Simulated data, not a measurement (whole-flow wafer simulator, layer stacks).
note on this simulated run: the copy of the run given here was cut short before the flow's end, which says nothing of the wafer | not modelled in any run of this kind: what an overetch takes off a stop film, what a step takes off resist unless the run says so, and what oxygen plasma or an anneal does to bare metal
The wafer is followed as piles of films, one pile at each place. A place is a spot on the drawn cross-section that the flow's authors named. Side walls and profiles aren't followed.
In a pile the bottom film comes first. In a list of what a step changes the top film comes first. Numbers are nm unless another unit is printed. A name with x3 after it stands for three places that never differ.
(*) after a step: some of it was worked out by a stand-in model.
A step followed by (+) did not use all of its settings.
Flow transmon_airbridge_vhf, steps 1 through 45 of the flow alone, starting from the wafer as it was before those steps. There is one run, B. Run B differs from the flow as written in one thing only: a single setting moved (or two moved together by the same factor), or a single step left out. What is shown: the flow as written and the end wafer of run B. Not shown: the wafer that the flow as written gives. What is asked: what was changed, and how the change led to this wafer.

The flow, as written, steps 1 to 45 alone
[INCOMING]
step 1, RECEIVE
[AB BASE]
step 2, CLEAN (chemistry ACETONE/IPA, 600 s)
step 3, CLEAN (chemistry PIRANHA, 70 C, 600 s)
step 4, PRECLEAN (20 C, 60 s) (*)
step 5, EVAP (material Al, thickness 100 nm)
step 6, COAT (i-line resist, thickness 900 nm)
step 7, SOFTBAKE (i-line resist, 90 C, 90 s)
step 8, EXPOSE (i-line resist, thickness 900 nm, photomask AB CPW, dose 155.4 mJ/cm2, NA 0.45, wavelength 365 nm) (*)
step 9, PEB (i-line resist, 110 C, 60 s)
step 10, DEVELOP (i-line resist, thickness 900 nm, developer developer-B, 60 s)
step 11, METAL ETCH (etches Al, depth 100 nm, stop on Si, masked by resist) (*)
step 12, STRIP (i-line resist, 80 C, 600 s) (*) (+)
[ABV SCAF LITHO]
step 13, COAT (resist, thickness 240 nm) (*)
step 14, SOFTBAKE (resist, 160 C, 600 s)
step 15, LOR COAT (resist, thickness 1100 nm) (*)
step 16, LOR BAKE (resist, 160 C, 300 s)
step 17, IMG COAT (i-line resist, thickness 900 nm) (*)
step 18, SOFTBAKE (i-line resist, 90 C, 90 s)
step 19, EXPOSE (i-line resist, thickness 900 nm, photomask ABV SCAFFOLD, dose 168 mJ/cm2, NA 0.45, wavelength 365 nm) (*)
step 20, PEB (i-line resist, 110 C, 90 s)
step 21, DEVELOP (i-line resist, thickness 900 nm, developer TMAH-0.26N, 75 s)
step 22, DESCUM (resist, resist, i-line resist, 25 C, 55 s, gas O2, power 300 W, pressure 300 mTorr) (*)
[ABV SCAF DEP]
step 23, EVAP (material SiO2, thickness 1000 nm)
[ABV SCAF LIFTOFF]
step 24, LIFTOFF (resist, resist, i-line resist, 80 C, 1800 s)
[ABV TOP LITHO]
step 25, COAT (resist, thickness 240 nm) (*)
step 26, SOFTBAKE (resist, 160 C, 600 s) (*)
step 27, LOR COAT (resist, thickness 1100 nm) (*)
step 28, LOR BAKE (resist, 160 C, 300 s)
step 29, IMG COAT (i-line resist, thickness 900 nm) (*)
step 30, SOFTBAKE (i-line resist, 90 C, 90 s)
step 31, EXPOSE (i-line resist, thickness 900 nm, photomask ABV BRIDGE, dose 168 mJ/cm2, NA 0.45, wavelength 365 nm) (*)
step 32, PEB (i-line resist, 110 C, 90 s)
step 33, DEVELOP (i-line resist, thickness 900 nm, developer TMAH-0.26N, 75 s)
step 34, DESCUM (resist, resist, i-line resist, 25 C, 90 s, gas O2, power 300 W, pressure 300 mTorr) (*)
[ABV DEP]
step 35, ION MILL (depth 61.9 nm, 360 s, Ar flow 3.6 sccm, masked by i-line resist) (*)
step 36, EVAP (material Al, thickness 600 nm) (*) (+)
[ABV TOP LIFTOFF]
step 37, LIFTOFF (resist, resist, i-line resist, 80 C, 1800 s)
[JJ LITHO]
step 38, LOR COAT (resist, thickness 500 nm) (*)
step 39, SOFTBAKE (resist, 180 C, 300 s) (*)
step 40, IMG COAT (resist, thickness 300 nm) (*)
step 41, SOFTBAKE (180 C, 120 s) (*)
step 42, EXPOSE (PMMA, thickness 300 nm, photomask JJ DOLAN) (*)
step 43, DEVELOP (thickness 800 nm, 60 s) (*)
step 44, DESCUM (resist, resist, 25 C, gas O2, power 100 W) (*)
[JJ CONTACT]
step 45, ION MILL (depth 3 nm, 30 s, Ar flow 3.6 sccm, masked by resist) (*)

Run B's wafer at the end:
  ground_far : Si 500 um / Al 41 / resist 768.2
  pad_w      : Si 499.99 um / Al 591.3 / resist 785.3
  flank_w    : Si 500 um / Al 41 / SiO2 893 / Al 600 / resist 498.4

Cause: step 5, EVAP: thickness 41 nm was run, whereas the flow has thickness 100 nm.
The wafer lets one read it off: ground_far has Al 41, and step 5 as written asks for 100 nm.

Step by step, how the change led to this:
  step 5, EVAP (material Al, thickness 100 nm)
      field x3, jj_line, ground_far and 12 more: Al gains 41 (new film) (as written it would have been: Al gains 100 (new film))
  step 11, METAL ETCH (etches Al, depth 100 nm, stop on Si, masked by resist) (*)
      ground_far, pad_w, flank_w and 8 more: i-line resist loses 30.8 (as written it would have been: i-line resist loses 50)
      field x3, jj_line, gap_w, gap_e: Al loses 41 (all of it) (as written it would have been: Al loses 100 (all of it))
  step 12, STRIP (i-line resist, 80 C, 600 s) (*) (+)
      ground_far, pad_w, flank_w and 8 more: i-line resist loses 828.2 (all of it) (as written it would have been: i-line resist loses 808.9 (all of it))
  step 13, COAT (resist, thickness 240 nm) (*)
      flank_w, flank_e: resist gains 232 (new film) (as written it would have been: resist gains 222.3 (new film))
      gap_w, gap_e: resist gains 245.2 (new film) (as written it would have been: resist gains 251.7 (new film))
  step 22, DESCUM (resist, resist, i-line resist, 25 C, 55 s, gas O2, power 300 W, pressure 300 mTorr) (*)
      flank_w, flank_e: resist loses 232 (all of it) (as written it would have been: resist loses 222.3 (all of it))
      gap_w, gap_e: resist loses 245.2 (all of it) (as written it would have been: resist loses 251.7 (all of it))
  step 25, COAT (resist, thickness 240 nm) (*)
      flank_w, flank_e: resist gains 160.1 (new film) (as written it would have been: resist gains 152.6 (new film))
      gap_w, gap_e: resist gains 204.3 (new film) (as written it would have been: resist gains 210.7 (new film))
  step 29, IMG COAT (i-line resist, thickness 900 nm) (*)
      gap_w, gap_e: i-line resist gains 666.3 (new film) (as written it would have been: i-line resist gains 681.7 (new film))
  step 32, PEB (i-line resist, 110 C, 90 s)
      gap_w, gap_e: i-line resist loses 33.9 (as written it would have been: i-line resist loses 34.7)
  step 33, DEVELOP (i-line resist, thickness 900 nm, developer TMAH-0.26N, 75 s)
      gap_w, gap_e: i-line resist loses 632.3 (all of it), resist loses 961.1 (as written it would have been: i-line resist loses 646.9 (all of it), resist loses 977.8)
  step 34, DESCUM (resist, resist, i-line resist, 25 C, 90 s, gas O2, power 300 W, pressure 300 mTorr) (*)
      flank_w, flank_e: resist loses 160.1 (all of it) (as written it would have been: resist loses 152.6 (all of it))
      gap_w, gap_e: resist loses 204.3 (all of it) (as written it would have been: resist loses 210.7 (all of it))
  step 35, ION MILL (depth 61.9 nm, 360 s, Ar flow 3.6 sccm, masked by i-line resist) (*)
      pad_w, pad_e: Al loses 41 (all of it), Si loses 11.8 (as written it would have been: Al loses 61.9)
  step 36, EVAP (material Al, thickness 600 nm) (*) (+)
      pad_w, pad_e: Al gains 591.3 (new film) (as written it would have been: Al gains 591.2)
  step 38, LOR COAT (resist, thickness 500 nm) (*)
      gap_w, gap_e: resist gains 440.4 (new film) (as written it would have been: resist gains 450.7 (new film))
  step 40, IMG COAT (resist, thickness 300 nm) (*)
      flank_w, flank_e: resist gains 220.5 (as written it would have been: resist gains 212.1)
      gap_w, gap_e: resist gains 240.3 (as written it would have been: resist gains 245.7)
